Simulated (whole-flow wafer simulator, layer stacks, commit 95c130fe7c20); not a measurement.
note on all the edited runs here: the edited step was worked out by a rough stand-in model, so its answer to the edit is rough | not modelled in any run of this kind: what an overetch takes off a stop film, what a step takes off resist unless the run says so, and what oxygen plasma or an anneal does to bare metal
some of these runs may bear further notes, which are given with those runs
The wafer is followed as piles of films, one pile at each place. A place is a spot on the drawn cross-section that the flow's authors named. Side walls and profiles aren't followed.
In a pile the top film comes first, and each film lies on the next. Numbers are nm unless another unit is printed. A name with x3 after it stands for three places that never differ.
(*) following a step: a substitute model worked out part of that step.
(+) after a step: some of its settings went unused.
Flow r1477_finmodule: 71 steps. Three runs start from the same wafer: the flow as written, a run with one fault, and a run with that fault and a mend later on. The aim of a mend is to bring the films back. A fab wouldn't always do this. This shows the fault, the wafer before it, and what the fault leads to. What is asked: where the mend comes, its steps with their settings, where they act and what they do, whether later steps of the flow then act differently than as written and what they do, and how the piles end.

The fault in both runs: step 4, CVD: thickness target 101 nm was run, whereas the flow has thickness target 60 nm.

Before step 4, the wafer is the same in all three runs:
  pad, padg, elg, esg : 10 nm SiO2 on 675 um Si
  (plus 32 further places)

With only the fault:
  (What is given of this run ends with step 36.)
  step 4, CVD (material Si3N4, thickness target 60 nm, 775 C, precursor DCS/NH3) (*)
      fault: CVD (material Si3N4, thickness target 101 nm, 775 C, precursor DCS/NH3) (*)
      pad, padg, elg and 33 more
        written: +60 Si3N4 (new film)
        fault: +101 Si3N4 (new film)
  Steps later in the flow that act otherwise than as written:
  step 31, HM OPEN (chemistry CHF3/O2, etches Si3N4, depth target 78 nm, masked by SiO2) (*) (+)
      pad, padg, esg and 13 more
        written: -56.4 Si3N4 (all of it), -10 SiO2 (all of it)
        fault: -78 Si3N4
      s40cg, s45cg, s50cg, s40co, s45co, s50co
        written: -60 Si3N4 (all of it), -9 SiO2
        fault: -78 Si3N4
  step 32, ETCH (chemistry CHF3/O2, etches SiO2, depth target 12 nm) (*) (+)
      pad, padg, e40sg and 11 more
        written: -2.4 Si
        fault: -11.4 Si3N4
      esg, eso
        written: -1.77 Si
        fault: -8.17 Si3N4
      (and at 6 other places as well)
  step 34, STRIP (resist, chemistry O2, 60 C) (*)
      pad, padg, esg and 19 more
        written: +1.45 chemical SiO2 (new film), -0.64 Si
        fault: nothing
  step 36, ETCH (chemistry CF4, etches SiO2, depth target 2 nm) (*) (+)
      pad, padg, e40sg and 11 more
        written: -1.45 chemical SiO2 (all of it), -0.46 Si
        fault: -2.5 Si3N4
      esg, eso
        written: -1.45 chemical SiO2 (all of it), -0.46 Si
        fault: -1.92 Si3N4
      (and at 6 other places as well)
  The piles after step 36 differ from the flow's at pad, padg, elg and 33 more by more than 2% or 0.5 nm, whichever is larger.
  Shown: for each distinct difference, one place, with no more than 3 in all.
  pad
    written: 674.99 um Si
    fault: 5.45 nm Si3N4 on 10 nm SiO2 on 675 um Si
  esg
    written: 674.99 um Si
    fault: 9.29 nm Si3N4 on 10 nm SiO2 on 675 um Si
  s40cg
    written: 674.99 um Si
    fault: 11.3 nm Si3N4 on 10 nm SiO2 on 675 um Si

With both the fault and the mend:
  The mend stands after step 5.
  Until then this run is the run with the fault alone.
  step 5a, ETCH (chemistry h3po4, depth target 116.1 nm)
      pad, padg, elg and 33 more
        -101 Si3N4 (all of it)
  step 5b, CLEAN (chemistry SC1/SC2) (the flow's step 2, run once more)
      alters no film at any place that is followed
  step 5c, CVD (material Si3N4, thickness target 60 nm, 775 C, precursor DCS/NH3) (*) (the flow's step 4, run once more)
      pad, padg, elg and 33 more
        +60 Si3N4 (new film)
  Every later step of the flow that is run acts as written at every place that is followed.
  By the end, the piles equal the flow's at every place that both follow.
